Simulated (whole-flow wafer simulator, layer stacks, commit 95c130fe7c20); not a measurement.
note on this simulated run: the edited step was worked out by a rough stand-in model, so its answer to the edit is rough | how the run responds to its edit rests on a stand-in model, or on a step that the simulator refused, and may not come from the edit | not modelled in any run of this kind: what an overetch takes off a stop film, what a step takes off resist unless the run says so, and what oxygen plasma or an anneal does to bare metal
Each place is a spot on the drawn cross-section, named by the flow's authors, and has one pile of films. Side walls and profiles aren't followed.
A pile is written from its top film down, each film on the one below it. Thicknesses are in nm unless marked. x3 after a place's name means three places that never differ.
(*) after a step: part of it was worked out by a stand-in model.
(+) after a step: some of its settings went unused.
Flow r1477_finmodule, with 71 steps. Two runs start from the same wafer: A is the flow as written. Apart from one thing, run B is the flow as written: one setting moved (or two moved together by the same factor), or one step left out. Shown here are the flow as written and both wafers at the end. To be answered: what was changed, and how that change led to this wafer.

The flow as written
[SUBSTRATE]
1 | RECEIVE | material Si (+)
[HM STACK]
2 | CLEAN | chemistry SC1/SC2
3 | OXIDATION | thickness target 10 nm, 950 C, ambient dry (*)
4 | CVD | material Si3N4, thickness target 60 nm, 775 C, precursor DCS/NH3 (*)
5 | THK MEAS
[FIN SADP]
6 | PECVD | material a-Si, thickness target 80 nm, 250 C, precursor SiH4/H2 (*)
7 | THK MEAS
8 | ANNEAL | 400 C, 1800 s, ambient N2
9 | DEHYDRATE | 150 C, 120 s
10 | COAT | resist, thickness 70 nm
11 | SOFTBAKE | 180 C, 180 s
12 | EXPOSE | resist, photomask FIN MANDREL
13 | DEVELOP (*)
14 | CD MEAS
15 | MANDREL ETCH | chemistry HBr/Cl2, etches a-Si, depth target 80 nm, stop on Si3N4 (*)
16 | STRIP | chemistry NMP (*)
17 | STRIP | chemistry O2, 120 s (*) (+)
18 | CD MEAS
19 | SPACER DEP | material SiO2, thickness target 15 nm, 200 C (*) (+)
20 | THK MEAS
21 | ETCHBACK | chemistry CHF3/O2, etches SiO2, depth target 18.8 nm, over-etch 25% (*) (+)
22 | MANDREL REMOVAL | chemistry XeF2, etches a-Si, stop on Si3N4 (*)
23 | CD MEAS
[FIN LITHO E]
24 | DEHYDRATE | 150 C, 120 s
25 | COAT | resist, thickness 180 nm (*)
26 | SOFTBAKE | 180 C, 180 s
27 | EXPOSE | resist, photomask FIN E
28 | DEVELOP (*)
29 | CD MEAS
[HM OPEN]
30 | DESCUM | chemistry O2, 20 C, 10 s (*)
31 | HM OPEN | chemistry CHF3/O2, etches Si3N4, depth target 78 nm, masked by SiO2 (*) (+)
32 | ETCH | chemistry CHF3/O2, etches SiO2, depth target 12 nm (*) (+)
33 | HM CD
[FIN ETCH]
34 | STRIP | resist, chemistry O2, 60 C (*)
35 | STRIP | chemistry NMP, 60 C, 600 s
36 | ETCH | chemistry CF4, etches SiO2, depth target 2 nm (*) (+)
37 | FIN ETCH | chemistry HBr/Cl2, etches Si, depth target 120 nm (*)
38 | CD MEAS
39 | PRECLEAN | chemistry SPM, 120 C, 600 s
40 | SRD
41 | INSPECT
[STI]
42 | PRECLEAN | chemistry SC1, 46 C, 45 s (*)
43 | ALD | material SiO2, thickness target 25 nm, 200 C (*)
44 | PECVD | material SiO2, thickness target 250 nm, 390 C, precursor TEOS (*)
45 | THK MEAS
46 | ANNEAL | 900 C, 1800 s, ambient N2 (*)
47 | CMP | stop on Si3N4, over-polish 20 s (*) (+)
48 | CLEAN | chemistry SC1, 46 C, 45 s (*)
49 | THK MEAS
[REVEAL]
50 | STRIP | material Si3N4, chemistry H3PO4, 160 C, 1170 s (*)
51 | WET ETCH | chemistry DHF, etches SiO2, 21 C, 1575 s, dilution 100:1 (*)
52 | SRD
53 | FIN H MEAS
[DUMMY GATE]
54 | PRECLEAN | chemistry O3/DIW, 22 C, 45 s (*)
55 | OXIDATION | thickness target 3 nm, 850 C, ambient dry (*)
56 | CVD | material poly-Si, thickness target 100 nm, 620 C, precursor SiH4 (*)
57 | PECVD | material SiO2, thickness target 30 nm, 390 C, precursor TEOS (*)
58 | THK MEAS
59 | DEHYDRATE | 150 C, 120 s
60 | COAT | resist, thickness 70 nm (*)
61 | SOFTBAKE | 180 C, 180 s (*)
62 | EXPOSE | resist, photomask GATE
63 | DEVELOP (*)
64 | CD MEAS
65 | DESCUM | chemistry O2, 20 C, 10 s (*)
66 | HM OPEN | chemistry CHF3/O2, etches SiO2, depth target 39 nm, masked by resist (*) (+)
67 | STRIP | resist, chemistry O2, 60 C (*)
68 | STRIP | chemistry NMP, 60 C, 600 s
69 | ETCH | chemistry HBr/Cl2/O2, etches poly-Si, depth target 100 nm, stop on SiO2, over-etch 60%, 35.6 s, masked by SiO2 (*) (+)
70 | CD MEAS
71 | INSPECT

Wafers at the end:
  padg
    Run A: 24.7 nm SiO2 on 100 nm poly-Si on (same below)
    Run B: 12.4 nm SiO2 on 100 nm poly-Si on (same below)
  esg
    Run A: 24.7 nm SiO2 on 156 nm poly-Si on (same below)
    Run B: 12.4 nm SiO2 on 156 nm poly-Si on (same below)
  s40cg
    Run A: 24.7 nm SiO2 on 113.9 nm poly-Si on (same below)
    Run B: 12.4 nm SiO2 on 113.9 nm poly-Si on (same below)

Cause: step 57, PECVD: thickness target 17.7 nm was run, whereas the flow has thickness target 30 nm.

Step by step, how the change led to this:
  57 | PECVD | material SiO2, thickness target 30 nm, 390 C, precursor TEOS (*)
      pad, padg, elg and 33 more: A SiO2 gains 30 (new film) | B SiO2 gains 17.7 (new film)
  66 | HM OPEN | chemistry CHF3/O2, etches SiO2, depth target 39 nm, masked by resist (*) (+)
      pad, elo, eso and 15 more: A SiO2 loses 30 (all of it), poly-Si loses 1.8 | B SiO2 loses 17.7 (all of it), poly-Si loses 1.77
      padg, elg, esg and 15 more: A resist loses 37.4 | B resist loses 25.4
  67 | STRIP | resist, chemistry O2, 60 C (*)
      padg, elg, esg: A resist loses 15.9 (all of it) | B resist loses 27.8 (all of it)
      e40lg, e100lg, e200lg: A resist loses 12.8 (all of it) | B resist loses 24.7 (all of it)
      (also at 12 further places)
